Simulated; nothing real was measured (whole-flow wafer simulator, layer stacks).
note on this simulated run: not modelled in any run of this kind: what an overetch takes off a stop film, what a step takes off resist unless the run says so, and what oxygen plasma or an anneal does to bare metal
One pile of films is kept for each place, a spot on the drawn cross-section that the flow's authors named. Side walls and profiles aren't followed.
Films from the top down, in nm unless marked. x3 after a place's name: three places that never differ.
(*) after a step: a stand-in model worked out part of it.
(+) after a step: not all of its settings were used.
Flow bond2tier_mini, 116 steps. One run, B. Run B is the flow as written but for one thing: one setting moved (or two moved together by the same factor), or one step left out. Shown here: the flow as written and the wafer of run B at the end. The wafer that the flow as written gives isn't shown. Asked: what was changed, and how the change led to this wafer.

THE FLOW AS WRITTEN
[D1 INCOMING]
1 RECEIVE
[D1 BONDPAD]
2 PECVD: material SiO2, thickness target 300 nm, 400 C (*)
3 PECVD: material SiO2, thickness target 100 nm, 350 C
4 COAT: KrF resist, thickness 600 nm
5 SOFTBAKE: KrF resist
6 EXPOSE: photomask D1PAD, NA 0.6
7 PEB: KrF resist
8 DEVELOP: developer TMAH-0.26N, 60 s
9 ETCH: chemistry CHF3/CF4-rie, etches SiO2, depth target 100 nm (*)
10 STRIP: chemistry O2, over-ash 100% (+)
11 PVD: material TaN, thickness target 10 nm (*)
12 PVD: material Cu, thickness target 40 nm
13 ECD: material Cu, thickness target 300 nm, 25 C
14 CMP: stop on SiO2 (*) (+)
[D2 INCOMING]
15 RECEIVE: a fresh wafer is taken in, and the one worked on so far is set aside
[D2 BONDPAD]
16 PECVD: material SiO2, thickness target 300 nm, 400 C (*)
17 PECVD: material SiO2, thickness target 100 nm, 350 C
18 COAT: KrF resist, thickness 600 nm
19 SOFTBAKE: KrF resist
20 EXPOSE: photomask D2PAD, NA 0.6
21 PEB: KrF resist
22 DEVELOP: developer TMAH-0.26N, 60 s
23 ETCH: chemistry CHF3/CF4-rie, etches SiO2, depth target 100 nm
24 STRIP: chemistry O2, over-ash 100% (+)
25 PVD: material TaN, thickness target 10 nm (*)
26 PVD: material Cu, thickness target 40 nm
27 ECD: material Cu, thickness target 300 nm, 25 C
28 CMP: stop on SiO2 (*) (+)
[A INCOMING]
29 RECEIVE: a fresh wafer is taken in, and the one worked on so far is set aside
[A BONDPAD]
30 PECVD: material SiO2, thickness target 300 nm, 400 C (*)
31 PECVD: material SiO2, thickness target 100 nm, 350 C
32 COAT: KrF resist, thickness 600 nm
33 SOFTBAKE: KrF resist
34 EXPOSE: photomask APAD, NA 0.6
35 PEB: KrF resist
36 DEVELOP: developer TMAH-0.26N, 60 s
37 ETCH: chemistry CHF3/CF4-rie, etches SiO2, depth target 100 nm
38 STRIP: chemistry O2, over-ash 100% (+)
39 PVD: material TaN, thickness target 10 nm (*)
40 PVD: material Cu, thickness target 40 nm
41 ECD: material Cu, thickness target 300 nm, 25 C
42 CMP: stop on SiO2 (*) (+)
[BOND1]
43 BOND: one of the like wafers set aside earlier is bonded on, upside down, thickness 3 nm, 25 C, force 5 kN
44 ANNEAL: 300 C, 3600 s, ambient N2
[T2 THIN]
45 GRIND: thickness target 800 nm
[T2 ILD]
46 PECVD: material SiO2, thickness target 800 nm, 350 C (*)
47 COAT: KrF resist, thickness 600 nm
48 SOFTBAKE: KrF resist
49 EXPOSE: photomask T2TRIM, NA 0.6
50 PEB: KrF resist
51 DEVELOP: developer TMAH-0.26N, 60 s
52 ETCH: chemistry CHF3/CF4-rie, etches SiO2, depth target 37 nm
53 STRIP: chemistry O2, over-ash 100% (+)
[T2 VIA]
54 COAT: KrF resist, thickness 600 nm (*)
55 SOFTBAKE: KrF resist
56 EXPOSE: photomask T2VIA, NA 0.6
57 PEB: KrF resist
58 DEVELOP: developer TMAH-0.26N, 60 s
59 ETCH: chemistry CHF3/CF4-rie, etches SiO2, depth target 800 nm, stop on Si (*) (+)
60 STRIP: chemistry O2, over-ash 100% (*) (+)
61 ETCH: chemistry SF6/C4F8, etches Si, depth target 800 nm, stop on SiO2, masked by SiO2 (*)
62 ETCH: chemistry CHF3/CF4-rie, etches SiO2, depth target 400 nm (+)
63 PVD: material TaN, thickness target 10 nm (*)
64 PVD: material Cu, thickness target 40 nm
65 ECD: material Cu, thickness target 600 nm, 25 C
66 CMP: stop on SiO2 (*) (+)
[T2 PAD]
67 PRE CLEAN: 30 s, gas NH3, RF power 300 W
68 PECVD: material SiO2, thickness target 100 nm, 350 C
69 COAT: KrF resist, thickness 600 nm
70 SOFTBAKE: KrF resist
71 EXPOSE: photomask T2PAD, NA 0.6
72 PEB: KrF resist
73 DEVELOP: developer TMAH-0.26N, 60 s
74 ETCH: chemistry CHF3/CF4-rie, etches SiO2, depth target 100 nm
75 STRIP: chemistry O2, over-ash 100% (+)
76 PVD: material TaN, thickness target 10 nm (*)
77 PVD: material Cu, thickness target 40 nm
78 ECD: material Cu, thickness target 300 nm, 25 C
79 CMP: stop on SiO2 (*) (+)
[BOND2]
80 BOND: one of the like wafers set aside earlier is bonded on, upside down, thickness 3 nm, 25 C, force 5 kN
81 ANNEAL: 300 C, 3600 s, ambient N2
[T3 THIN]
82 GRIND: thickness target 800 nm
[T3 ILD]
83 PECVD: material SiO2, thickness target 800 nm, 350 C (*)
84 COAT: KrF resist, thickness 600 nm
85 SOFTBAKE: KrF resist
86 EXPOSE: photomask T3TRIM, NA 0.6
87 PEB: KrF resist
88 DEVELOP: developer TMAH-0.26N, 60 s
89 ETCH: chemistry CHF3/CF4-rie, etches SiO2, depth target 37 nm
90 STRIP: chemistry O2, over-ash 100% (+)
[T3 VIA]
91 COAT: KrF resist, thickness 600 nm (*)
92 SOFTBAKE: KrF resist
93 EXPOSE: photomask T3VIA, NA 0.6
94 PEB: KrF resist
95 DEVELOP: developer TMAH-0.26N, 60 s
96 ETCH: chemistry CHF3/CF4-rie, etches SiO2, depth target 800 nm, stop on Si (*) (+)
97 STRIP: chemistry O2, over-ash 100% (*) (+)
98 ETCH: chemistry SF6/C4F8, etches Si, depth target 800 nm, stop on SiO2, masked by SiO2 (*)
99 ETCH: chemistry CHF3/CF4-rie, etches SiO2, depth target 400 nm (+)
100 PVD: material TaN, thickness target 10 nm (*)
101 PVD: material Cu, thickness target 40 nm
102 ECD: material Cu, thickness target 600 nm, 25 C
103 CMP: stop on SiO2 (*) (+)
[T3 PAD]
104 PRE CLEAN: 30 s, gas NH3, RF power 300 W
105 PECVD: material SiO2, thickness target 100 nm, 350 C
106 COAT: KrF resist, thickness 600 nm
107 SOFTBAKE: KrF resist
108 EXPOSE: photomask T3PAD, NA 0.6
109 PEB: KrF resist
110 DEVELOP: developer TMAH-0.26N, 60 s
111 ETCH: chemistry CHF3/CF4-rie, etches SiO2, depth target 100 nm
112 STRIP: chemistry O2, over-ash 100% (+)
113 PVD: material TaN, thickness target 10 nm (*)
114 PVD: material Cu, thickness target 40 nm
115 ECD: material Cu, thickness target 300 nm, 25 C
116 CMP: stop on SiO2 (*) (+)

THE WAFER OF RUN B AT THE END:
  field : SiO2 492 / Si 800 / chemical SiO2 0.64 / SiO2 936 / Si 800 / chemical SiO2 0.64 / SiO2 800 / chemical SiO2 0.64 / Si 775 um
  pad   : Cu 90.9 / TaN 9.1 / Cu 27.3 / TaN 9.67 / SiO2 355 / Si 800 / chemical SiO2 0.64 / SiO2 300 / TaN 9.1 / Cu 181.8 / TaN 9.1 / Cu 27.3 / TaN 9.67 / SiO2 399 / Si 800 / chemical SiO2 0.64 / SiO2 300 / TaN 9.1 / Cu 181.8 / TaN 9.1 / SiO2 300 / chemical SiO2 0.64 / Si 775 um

The cause: step 62, ETCH: depth target 356 nm was run, where the flow has depth target 400 nm.

How the change led to this, step by step:
  62 ETCH: chemistry CHF3/CF4-rie, etches SiO2, depth target 400 nm (+)
      field, pad: SiO2 -356 (as written it would be: SiO2 -400)
